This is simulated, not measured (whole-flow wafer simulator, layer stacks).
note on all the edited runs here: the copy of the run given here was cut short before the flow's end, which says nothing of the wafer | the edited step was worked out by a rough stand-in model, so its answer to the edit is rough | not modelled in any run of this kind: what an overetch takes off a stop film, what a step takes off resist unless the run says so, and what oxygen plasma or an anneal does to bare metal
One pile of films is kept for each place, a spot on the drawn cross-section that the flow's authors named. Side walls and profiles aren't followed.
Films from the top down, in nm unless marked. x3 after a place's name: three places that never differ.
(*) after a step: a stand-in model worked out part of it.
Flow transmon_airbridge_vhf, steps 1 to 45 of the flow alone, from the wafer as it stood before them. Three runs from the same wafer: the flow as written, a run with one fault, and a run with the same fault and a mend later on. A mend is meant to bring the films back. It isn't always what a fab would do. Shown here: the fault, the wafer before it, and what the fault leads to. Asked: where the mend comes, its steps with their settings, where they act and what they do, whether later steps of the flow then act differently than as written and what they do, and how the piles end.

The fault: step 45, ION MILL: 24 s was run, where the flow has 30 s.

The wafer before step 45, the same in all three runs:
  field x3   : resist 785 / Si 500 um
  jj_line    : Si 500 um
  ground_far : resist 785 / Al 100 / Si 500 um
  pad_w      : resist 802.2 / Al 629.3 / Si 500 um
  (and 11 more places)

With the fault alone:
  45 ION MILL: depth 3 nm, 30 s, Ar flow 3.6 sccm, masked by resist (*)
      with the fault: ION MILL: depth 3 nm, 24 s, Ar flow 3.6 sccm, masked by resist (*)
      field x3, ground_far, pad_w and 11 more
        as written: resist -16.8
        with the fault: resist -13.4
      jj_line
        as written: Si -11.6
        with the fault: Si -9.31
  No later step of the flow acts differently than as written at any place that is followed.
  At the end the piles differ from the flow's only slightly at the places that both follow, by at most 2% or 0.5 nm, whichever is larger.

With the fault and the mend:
  The mend comes after step 45.
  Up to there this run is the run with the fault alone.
  45a ION MILL: depth 3 nm, 6 s, Ar flow 3.6 sccm, masked by resist (*) (the flow's step 45 once more, with other settings)
      field x3, ground_far, pad_w and 11 more
        resist -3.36
      jj_line
        Si -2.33
  No later step of the flow acts differently than as written at any place that is followed.
  At the end the piles are the same as the flow's at every place that both follow.
